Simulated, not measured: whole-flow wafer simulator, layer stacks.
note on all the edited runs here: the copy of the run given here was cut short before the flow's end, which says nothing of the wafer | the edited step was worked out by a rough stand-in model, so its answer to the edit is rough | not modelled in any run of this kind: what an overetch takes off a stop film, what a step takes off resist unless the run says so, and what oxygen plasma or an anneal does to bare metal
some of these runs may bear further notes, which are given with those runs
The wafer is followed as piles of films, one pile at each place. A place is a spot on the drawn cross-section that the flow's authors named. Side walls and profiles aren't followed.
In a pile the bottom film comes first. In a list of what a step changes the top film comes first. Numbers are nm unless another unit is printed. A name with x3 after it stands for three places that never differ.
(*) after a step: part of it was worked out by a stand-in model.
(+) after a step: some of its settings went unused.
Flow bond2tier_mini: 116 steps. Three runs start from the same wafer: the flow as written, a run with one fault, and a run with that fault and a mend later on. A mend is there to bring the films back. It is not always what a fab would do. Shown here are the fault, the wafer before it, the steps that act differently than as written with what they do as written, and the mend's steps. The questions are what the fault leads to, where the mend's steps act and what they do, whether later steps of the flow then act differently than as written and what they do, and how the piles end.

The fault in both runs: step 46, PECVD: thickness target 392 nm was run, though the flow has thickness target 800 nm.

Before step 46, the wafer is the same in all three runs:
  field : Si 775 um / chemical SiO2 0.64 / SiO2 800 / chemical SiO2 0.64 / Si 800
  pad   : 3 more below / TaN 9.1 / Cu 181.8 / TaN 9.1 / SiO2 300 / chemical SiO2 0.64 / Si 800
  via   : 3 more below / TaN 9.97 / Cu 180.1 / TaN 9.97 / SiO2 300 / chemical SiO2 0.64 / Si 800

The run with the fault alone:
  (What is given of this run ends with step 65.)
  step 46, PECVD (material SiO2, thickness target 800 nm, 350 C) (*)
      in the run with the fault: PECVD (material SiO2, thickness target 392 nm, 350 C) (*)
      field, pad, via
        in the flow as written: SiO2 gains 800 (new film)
        in the run with the fault: SiO2 gains 392 (new film)
  Later steps of the flow acting differently than as written (1 other step is not shown; it differs only slightly, by no more than 2% or 0.5 nm, whichever is larger):
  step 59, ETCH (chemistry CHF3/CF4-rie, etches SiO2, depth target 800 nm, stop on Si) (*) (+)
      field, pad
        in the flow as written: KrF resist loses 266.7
        in the run with the fault: KrF resist loses 177.5
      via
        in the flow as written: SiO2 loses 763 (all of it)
        in the run with the fault: SiO2 loses 355 (all of it)
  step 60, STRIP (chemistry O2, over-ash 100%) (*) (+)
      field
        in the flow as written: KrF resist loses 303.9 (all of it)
        in the run with the fault: KrF resist loses 393.1 (all of it)
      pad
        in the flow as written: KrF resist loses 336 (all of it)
        in the run with the fault: KrF resist loses 425.1 (all of it)
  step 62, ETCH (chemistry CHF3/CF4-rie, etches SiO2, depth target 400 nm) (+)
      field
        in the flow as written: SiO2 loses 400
        in the run with the fault: SiO2 loses 384 (all of it), Si loses 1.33
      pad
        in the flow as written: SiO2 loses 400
        in the run with the fault: SiO2 loses 347 (all of it), Si loses 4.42
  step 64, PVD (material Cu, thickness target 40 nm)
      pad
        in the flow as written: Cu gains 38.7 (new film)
        in the run with the fault: Cu gains 40 (new film)
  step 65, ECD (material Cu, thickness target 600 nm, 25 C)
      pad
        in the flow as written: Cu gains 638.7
        in the run with the fault: Cu gains 603.1
  Once step 65 is done, the piles at field, pad depart from the flow's by more than 2% or 0.5 nm, whichever is larger.
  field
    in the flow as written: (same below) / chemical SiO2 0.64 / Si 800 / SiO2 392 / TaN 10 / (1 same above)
    in the run with the fault: (same below) / chemical SiO2 0.64 / Si 798.7 / TaN 10 / (1 same above)
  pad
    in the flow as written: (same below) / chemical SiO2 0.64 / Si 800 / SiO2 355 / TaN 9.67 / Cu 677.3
    in the run with the fault: (same below) / chemical SiO2 0.64 / Si 795.6 / TaN 10 / Cu 643.1

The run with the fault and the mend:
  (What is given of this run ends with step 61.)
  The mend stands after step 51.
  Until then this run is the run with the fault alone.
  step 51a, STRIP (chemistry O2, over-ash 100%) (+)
      field
        KrF resist loses 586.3 (all of it)
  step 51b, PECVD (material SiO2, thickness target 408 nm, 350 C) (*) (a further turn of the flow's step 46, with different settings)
      field, pad, via
        SiO2 gains 408
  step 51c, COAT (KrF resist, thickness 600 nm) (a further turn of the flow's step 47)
      field, pad, via
        KrF resist gains 600 (new film)
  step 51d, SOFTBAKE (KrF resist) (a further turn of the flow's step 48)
      leaves every film unchanged at each place that is followed
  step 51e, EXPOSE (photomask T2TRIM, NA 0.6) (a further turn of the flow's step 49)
      leaves every film unchanged at each place that is followed
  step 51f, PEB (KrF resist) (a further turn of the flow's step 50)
      leaves every film unchanged at each place that is followed
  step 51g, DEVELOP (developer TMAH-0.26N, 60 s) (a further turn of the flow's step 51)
      pad, via
        KrF resist loses 600 (all of it)
      field
        KrF resist loses 13.7
  Every later step of the flow up to step 61 that is run acts as written at every place that is followed.
  At every place that both follow, the piles after step 61 match the flow's.
